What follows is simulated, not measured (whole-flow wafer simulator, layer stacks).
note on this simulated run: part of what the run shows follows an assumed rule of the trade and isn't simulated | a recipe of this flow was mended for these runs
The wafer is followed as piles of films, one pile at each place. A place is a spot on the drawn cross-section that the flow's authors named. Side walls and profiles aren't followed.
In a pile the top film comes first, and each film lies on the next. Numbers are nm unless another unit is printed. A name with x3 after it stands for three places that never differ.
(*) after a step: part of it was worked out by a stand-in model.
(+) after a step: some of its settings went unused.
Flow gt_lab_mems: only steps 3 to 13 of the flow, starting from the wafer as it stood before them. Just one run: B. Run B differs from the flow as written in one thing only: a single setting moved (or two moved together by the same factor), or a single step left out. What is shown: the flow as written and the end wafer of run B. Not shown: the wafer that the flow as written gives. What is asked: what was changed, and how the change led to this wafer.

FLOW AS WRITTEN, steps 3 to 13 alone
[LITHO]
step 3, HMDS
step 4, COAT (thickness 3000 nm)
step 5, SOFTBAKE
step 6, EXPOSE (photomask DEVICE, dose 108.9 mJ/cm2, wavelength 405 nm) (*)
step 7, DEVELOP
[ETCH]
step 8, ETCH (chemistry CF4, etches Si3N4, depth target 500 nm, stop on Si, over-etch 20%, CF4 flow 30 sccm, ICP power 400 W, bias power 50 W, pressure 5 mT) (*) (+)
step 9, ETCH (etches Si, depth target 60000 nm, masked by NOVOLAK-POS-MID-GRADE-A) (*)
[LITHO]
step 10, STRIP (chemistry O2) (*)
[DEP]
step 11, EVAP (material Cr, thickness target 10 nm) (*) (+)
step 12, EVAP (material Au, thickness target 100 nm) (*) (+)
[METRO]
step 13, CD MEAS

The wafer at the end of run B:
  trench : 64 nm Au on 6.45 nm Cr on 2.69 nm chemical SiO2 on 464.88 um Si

Cause: step 4, COAT: thickness 4080 nm was run, while the flow as written has thickness 3000 nm; step 8, ETCH: depth target 680 nm was run, where the flow has depth target 500 nm.

How this came from the change, step by step:
  step 4, COAT (thickness 3000 nm)
      field, trench: g/i-line-resist gains 4080 (new film) (in the flow as written it would be: g/i-line-resist gains 3000 (new film))
  step 7, DEVELOP
      trench: g/i-line-resist loses 4080 (all of it) (in the flow as written it would be: g/i-line-resist loses 3000 (all of it))
  step 8, ETCH (chemistry CF4, etches Si3N4, depth target 500 nm, stop on Si, over-etch 20%, CF4 flow 30 sccm, ICP power 400 W, bias power 50 W, pressure 5 mT) (*) (+)
      field: g/i-line-resist loses 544 (in the flow as written it would be: g/i-line-resist loses 400)
      trench: Si3N4 loses 500 (all of it), chemical SiO2 loses 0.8 (all of it), Si loses 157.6 (in the flow as written it would be: Si3N4 loses 500 (all of it), chemical SiO2 loses 0.8 (all of it), Si loses 49.6)
  step 10, STRIP (chemistry O2) (*)
      field: g/i-line-resist loses 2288 (all of it) (in the flow as written it would be: g/i-line-resist loses 1352 (all of it))
